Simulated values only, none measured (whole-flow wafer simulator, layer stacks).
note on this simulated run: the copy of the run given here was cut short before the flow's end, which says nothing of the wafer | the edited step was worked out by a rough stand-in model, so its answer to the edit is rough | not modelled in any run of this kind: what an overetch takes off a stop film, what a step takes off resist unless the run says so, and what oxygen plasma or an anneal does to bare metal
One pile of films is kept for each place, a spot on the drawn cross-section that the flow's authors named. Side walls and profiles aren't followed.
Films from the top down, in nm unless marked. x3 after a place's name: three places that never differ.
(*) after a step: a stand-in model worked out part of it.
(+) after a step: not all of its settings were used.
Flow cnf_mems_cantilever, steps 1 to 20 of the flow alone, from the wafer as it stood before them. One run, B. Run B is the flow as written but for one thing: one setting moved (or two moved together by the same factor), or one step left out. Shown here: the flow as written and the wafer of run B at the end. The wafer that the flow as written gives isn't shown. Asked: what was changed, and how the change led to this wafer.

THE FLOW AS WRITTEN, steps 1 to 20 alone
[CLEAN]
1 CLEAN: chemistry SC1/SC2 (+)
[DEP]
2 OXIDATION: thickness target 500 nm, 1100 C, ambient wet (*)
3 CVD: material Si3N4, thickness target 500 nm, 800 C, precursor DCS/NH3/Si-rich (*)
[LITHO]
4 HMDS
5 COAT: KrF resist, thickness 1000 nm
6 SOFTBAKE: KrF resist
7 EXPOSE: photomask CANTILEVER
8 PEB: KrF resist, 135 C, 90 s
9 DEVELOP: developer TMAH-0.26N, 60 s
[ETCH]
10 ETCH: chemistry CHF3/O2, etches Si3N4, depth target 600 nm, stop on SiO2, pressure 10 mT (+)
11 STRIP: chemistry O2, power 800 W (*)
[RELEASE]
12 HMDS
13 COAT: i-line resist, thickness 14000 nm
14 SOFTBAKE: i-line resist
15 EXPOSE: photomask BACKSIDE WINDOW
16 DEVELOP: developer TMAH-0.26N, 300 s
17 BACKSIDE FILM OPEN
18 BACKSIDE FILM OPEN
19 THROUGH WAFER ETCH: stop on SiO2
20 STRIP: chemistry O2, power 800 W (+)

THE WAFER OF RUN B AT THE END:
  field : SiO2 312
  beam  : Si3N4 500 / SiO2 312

The cause: step 2, OXIDATION: thickness target 312 nm was run, where the flow has thickness target 500 nm.
It can be read off the wafer: field has SiO2 312, and step 2 as written asks for 500 nm.

How the change led to this, step by step:
  2 OXIDATION: thickness target 500 nm, 1100 C, ambient wet (*)
      field, beam: SiO2 +312 (new film), chemical SiO2 -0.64 (all of it), Si -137 (as written it would be: SiO2 +500 (new film), chemical SiO2 -0.64 (all of it), Si -219.7)
  19 THROUGH WAFER ETCH: stop on SiO2
      field: under 1 film: Si -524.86 um (all of it) (as written it would be: under 1 film: Si -524.78 um (all of it))
      beam: under 2 films: Si -524.86 um (all of it) (as written it would be: under 2 films: Si -524.78 um (all of it))
